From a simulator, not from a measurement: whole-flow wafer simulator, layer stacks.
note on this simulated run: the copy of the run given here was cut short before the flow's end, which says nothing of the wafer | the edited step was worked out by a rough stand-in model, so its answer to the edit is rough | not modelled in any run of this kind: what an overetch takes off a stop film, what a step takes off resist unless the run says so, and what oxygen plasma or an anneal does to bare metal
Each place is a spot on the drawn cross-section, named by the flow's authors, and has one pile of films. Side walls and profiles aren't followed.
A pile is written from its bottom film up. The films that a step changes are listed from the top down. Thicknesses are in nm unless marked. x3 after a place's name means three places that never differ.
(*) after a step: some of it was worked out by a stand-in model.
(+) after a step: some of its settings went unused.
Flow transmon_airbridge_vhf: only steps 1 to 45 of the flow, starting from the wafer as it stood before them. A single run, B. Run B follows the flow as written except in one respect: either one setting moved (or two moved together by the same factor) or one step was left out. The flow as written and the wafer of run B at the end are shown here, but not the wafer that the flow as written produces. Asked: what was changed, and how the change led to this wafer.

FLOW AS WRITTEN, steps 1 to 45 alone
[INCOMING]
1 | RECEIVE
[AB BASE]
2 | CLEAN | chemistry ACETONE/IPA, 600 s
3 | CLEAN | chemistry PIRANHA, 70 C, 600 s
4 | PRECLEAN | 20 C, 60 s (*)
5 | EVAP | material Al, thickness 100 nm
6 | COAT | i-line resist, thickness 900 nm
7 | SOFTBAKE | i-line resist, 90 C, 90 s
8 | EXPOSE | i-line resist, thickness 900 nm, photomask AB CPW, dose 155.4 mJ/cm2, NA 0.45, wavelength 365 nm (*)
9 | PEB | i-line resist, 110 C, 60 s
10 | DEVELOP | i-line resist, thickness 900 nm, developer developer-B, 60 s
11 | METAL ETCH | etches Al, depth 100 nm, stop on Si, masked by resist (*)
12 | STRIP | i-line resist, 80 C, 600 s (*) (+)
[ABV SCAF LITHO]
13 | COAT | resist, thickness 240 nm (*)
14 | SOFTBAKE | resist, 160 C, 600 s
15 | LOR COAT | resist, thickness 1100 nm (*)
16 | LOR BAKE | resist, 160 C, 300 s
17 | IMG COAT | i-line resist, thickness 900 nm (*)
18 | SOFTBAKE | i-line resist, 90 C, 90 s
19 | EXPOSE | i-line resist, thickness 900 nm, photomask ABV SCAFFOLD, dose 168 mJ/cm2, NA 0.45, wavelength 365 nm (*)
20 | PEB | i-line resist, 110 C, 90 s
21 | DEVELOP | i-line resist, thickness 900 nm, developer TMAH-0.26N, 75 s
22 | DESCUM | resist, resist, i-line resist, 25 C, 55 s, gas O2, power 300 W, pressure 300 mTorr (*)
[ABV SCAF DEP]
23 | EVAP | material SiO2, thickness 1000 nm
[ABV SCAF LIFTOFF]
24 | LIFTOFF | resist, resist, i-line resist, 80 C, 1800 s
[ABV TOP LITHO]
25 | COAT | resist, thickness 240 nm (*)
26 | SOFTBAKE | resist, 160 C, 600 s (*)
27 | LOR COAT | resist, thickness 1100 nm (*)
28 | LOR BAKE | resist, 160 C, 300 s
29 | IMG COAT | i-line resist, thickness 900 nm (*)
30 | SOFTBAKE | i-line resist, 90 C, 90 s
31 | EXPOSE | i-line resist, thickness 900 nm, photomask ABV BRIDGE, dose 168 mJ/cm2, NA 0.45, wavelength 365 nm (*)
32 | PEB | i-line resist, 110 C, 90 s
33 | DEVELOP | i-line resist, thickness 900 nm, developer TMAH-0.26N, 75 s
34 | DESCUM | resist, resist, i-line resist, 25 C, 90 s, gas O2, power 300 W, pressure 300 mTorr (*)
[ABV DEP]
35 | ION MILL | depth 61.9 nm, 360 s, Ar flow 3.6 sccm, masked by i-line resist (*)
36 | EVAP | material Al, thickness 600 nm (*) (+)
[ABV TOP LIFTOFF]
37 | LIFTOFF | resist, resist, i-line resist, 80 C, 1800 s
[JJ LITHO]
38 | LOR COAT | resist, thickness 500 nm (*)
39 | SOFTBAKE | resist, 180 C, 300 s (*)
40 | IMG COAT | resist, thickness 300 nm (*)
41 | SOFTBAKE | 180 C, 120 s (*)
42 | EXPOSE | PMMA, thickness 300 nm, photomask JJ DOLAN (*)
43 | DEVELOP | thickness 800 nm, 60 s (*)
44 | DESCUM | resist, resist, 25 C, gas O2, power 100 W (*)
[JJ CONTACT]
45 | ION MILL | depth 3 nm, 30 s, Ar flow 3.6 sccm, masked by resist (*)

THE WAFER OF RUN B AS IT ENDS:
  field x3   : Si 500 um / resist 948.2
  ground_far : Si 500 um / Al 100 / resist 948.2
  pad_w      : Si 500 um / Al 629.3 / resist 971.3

Cause: step 40, IMG COAT: thickness 480 nm was run, while the flow as written has thickness 300 nm.

Step by step, how the change led to this:
  40 | IMG COAT | resist, thickness 300 nm (*)
      field x3, jj_line, ground_far, trace_open_s x2: +480 resist (in the flow as written it would be: +300 resist)
      pad_w, pad_e: +486 resist (in the flow as written it would be: +300.1 resist)
      (also at 8 further places)
  43 | DEVELOP | thickness 800 nm, 60 s (*)
      jj_line: -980 resist (all of it) (in the flow as written it would be: -800 resist (all of it))
